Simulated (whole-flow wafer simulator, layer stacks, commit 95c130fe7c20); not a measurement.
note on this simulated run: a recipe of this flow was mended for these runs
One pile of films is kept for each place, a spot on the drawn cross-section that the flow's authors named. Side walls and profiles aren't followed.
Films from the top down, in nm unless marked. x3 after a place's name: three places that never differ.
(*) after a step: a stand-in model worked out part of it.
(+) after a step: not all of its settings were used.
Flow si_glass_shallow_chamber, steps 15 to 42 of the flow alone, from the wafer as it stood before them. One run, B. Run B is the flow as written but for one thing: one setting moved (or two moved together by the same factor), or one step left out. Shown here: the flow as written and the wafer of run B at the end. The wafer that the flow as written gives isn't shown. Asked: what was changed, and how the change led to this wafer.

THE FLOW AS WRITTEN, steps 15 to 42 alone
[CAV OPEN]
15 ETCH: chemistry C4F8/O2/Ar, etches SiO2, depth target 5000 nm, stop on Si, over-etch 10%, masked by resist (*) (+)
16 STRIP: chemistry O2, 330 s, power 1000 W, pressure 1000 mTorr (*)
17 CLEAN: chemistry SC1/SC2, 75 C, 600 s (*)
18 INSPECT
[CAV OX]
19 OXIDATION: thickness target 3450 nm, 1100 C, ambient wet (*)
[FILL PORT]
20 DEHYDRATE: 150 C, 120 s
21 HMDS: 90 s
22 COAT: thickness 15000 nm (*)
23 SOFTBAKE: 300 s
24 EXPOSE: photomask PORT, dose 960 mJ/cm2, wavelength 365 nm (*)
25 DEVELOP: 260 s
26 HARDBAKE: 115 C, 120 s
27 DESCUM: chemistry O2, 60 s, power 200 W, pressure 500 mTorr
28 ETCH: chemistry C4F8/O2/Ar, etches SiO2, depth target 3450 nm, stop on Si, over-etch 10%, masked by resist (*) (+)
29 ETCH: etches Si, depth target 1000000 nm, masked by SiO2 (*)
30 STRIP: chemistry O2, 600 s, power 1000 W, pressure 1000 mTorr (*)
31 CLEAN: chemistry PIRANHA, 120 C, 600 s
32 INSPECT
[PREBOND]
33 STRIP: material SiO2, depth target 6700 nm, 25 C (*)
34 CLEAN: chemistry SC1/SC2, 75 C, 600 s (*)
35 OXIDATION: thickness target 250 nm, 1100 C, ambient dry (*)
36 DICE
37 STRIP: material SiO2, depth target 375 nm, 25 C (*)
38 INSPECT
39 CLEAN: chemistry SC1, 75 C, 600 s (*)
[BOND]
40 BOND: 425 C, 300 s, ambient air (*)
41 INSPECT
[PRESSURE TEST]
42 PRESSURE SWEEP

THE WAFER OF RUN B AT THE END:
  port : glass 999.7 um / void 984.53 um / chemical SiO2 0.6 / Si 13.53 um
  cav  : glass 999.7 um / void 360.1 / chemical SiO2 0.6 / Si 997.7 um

The cause: step 15, ETCH: depth target 2550 nm was run, where the flow has depth target 5000 nm.

How the change led to this, step by step:
  15 ETCH: chemistry C4F8/O2/Ar, etches SiO2, depth target 5000 nm, stop on Si, over-etch 10%, masked by resist (*) (+)
      cav, port: SiO2 -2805 (as written it would be: SiO2 -5000 (all of it), Si -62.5)
      rim, ramp, septum, ring: thick-i-line-resist -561 (as written it would be: thick-i-line-resist -1100)
  16 STRIP: chemistry O2, 330 s, power 1000 W, pressure 1000 mTorr (*)
      cav, port: nothing (as written it would be: chemical SiO2 +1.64 (new film), Si -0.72)
      rim, ramp, septum, ring: thick-i-line-resist -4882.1 (all of it) (as written it would be: thick-i-line-resist -4343.1 (all of it))
  17 CLEAN: chemistry SC1/SC2, 75 C, 600 s (*)
      cav, port: SiO2 -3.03 (as written it would be: chemical SiO2 -1.04, Si -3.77)
  19 OXIDATION: thickness target 3450 nm, 1100 C, ambient wet (*)
      cav, port: SiO2 +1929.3, Si -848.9 (as written it would be: SiO2 +3450 (new film), chemical SiO2 -0.6 (all of it), Si -1517.7)
  22 COAT: thickness 15000 nm (*)
      rim: thick-i-line-resist +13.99 um (new film) (as written it would be: thick-i-line-resist +13.4 um (new film))
      ramp: thick-i-line-resist +13.67 um (new film) (as written it would be: thick-i-line-resist +12.89 um (new film))
      (and at 4 more places)
  23 SOFTBAKE: 300 s
      rim: thick-i-line-resist -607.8 (as written it would be: thick-i-line-resist -997)
      ramp: thick-i-line-resist -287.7 (as written it would be: thick-i-line-resist -487.1)
      (and at 4 more places)
  25 DEVELOP: 260 s
      port: thick-i-line-resist -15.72 um (all of it) (as written it would be: thick-i-line-resist -16.16 um (all of it))
  26 HARDBAKE: 115 C, 120 s
      rim, ramp: thick-i-line-resist -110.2 (as written it would be: thick-i-line-resist -98.2)
      cav: thick-i-line-resist -137.7 (as written it would be: thick-i-line-resist -147.1)
  28 ETCH: chemistry C4F8/O2/Ar, etches SiO2, depth target 3450 nm, stop on Si, over-etch 10%, masked by resist (*) (+)
      port: SiO2 -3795 (as written it would be: SiO2 -3450 (all of it), Si -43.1)
  29 ETCH: etches Si, depth target 1000000 nm, masked by SiO2 (*)
      port: SiO2 -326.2 (all of it), Si -984.17 um (as written it would be: hole +997.05 um (new film), Si -997.05 um (all of it))
      rim, ramp: thick-i-line-resist -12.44 um (all of it), SiO2 -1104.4 (as written it would be: thick-i-line-resist -11.47 um (all of it), SiO2 -1617.3)
      (and at 2 more places)
  30 STRIP: chemistry O2, 600 s, power 1000 W, pressure 1000 mTorr (*)
      port: chemical SiO2 +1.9 (new film), Si -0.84 (as written it would be: nothing)
      cav: thick-i-line-resist -245.4 (all of it) (as written it would be: thick-i-line-resist -669.6 (all of it))
  33 STRIP: material SiO2, depth target 6700 nm, 25 C (*)
      port: chemical SiO2 -1.9 (all of it) (as written it would be: nothing)
      rim, ramp: SiO2 -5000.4 (all of it) (as written it would be: SiO2 -4487.5 (all of it))
      (and at 1 more place)
  34 CLEAN: chemistry SC1/SC2, 75 C, 600 s (*)
      port: chemical SiO2 +0.6 (new film), Si -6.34 (as written it would be: nothing)
  35 OXIDATION: thickness target 250 nm, 1100 C, ambient dry (*)
      port: SiO2 +250 (new film), chemical SiO2 -0.6 (all of it), Si -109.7 (as written it would be: nothing)
  37 STRIP: material SiO2, depth target 375 nm, 25 C (*)
      port: SiO2 -250 (all of it) (as written it would be: nothing)
  39 CLEAN: chemistry SC1, 75 C, 600 s (*)
      port: chemical SiO2 +0.6 (new film), Si -6.34 (as written it would be: nothing)
  40 BOND: 425 C, 300 s, ambient air (*)
      port: glass +999.7 um (new film), void +984.53 um (new film) (as written it would be: glass +999.7 um (new film), hole +1017.3)
      cav: glass +999.7 um (new film), void +360.1 (new film) (as written it would be: glass +999.7 um (new film), void +1095.9 (new film))
